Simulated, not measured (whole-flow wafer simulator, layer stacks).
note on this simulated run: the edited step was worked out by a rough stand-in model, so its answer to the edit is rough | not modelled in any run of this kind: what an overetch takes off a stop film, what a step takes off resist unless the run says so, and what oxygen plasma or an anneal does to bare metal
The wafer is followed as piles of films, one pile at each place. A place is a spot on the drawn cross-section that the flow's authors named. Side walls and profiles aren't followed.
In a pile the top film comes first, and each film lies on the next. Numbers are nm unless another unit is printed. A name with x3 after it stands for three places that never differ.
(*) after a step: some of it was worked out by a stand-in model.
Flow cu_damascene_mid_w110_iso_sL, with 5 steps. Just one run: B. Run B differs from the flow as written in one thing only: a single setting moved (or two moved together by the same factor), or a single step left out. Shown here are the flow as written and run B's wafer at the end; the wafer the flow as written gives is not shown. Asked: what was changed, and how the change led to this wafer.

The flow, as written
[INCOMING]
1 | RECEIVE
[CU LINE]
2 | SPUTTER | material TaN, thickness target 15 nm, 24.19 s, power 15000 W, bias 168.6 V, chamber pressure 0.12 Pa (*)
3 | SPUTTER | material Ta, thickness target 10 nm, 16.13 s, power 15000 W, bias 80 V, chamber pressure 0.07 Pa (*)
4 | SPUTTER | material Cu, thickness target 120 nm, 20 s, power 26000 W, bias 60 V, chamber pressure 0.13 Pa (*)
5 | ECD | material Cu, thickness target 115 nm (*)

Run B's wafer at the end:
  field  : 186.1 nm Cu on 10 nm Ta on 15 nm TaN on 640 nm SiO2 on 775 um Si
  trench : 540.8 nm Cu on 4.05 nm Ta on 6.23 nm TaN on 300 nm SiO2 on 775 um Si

The reason: step 5, ECD: thickness target 66.1 nm was run, though the flow has thickness target 115 nm.

How this came from the change, step by step:
  5 | ECD | material Cu, thickness target 115 nm (*)
      field: +66.1 Cu (as written it would have been: +115 Cu)
      trench: +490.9 Cu (as written it would have been: +539.8 Cu)
